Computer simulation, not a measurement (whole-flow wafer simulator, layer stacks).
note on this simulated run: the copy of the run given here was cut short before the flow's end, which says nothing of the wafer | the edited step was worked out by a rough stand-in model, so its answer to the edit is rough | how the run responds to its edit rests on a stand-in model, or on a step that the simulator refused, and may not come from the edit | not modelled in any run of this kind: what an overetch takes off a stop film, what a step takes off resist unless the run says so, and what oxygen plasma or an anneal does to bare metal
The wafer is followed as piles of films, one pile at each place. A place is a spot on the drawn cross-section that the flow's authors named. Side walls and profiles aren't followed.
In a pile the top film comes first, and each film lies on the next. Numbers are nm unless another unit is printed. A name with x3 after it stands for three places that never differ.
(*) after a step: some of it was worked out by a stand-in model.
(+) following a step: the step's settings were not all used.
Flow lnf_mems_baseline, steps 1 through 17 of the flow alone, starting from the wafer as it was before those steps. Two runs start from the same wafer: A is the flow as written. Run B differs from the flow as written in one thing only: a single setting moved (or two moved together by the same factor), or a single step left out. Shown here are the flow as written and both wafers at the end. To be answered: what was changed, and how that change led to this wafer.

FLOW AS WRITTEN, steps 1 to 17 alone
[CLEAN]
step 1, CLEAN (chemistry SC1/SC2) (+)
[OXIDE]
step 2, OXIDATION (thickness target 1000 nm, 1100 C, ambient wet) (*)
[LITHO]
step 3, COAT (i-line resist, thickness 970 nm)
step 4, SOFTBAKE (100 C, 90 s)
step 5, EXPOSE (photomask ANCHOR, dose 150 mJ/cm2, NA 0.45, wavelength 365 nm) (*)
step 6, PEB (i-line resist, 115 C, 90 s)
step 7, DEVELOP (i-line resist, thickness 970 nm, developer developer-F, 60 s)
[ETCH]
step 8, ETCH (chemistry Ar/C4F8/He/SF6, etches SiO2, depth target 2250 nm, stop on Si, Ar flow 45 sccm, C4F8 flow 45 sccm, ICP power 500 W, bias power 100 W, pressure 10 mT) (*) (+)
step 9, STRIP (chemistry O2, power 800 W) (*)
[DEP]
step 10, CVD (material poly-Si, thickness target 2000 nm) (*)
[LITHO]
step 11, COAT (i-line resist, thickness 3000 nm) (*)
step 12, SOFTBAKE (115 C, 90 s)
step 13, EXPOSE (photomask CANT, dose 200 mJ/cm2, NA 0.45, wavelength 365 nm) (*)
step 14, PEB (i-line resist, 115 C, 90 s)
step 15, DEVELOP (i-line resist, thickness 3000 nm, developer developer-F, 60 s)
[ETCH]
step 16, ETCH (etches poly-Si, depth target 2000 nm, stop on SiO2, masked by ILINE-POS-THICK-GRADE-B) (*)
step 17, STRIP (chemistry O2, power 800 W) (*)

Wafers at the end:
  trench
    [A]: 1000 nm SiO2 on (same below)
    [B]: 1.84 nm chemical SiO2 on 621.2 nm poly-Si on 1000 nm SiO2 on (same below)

The reason: step 16, ETCH: depth target 1378 nm was run, while the flow as written has depth target 2000 nm.

The path from the change to this, step by step:
  step 16, ETCH (etches poly-Si, depth target 2000 nm, stop on SiO2, masked by ILINE-POS-THICK-GRADE-B) (*)
      trench, char_slit: A -2000 poly-Si (all of it) | B -1378 poly-Si
      field, anchor, beam: A -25 i-line resist | B -17.2 i-line resist
  step 17, STRIP (chemistry O2, power 800 W) (*)
      trench, char_slit: A nothing | B +1.84 chemical SiO2 (new film), -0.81 poly-Si
